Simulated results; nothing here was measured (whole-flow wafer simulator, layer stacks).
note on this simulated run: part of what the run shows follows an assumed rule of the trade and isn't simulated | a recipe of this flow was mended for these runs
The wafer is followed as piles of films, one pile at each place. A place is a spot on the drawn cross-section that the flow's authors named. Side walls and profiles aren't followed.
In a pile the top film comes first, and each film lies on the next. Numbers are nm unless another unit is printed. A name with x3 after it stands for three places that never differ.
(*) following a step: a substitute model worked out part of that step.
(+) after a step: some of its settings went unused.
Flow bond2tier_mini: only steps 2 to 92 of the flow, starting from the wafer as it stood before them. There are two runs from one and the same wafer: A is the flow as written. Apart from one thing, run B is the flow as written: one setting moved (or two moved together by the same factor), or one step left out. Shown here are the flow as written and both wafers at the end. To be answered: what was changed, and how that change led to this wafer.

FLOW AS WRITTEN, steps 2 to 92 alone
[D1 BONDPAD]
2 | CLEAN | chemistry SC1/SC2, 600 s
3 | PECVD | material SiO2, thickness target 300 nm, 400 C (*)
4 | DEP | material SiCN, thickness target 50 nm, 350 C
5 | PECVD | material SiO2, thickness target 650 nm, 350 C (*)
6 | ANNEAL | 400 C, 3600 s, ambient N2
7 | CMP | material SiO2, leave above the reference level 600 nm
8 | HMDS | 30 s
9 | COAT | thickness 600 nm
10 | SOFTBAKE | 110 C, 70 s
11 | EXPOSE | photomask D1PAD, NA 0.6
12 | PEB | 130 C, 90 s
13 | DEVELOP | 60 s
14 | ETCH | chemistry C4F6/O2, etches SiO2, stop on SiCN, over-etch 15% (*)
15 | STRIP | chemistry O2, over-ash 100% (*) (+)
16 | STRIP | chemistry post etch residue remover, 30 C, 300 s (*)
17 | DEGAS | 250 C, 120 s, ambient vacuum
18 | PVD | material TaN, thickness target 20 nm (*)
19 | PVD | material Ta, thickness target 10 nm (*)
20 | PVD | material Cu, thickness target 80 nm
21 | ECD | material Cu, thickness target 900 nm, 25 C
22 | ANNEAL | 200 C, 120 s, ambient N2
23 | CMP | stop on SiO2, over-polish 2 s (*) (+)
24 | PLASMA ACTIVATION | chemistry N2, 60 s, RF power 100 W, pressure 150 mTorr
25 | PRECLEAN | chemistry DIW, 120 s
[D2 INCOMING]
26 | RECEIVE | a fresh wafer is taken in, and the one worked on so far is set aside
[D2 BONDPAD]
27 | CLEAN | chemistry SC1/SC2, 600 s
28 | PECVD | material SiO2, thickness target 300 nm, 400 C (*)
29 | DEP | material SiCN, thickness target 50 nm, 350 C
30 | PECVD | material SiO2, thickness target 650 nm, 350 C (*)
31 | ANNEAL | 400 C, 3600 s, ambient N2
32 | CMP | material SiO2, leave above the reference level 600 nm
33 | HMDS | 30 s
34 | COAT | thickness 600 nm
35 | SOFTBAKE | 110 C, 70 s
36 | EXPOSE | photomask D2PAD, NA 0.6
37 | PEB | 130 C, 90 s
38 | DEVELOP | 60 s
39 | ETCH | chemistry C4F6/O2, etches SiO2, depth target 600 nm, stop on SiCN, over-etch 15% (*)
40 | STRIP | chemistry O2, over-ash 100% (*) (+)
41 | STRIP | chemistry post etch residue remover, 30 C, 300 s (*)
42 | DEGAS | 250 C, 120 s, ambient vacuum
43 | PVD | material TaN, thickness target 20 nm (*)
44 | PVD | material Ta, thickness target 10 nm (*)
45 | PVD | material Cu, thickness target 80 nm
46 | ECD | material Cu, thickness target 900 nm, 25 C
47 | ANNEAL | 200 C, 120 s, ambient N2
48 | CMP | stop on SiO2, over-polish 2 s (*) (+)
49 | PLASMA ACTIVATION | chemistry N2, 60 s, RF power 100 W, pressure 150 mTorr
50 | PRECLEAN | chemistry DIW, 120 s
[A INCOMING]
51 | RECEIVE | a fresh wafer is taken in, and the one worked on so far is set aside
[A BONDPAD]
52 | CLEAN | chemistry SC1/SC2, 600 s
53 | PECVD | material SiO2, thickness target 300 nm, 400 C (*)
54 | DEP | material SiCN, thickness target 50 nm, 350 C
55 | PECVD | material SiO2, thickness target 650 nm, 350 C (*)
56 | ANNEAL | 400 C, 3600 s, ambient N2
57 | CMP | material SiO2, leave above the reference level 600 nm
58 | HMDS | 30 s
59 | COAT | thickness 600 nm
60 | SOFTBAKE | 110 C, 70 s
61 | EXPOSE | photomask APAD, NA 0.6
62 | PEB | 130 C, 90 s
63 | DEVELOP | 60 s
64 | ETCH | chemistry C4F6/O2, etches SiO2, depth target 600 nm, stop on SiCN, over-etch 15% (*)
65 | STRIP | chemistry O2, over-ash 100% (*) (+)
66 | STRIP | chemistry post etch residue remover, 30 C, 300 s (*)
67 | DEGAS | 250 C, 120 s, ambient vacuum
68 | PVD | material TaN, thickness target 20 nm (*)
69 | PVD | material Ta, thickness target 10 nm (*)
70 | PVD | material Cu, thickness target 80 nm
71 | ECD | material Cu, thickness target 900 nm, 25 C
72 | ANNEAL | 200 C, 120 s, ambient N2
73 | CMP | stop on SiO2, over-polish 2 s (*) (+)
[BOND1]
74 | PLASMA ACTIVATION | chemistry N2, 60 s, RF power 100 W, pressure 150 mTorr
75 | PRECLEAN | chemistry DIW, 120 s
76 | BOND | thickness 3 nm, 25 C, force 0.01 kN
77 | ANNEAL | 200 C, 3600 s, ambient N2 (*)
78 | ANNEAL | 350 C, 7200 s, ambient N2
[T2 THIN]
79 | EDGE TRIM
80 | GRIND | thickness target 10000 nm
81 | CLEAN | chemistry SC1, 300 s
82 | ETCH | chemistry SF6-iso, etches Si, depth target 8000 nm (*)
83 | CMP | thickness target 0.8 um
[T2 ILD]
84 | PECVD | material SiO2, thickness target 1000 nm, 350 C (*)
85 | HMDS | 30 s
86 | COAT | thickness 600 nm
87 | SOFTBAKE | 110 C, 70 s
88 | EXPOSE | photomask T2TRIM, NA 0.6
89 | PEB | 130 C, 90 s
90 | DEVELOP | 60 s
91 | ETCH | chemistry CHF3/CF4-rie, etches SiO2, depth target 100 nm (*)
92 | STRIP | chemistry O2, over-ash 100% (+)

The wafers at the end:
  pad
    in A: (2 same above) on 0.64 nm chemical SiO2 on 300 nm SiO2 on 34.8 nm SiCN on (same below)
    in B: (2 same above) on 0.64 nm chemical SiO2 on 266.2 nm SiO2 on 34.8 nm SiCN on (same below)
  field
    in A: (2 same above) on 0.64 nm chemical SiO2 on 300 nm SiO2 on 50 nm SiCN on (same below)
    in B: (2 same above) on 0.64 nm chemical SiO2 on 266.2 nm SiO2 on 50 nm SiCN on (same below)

Cause: step 3, PECVD: thickness target 266.2 nm was run, while the flow as written has thickness target 300 nm.
The wafer lets one read it off: pad has SiO2 266.2, and step 3 as written asks for 300 nm.

How this came from the change, step by step:
  3 | PECVD | material SiO2, thickness target 300 nm, 400 C (*)
      field, pad, via: A +300 SiO2 (new film) | B +266.2 SiO2 (new film)
  76 | BOND | thickness 3 nm, 25 C, force 0.01 kN
      field: A +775 um Si (new film), +0.64 chemical SiO2 (new film), +300 SiO2 (new film), +50 SiCN (new film), +600 SiO2 | B +775 um Si (new film), +0.64 chemical SiO2 (new film), +266.2 SiO2 (new film), +50 SiCN (new film), +600 SiO2
      pad: A +775 um Si (new film), +0.64 chemical SiO2 (new film), +300 SiO2 (new film), +34.8 SiCN (new film), +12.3 TaN (new film), +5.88 Ta (new film), +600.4 Cu | B +775 um Si (new film), +0.64 chemical SiO2 (new film), +266.2 SiO2 (new film), +34.8 SiCN (new film), +12.3 TaN (new film), +5.88 Ta (new film), +600.4 Cu
      (as well as at 1 more place)
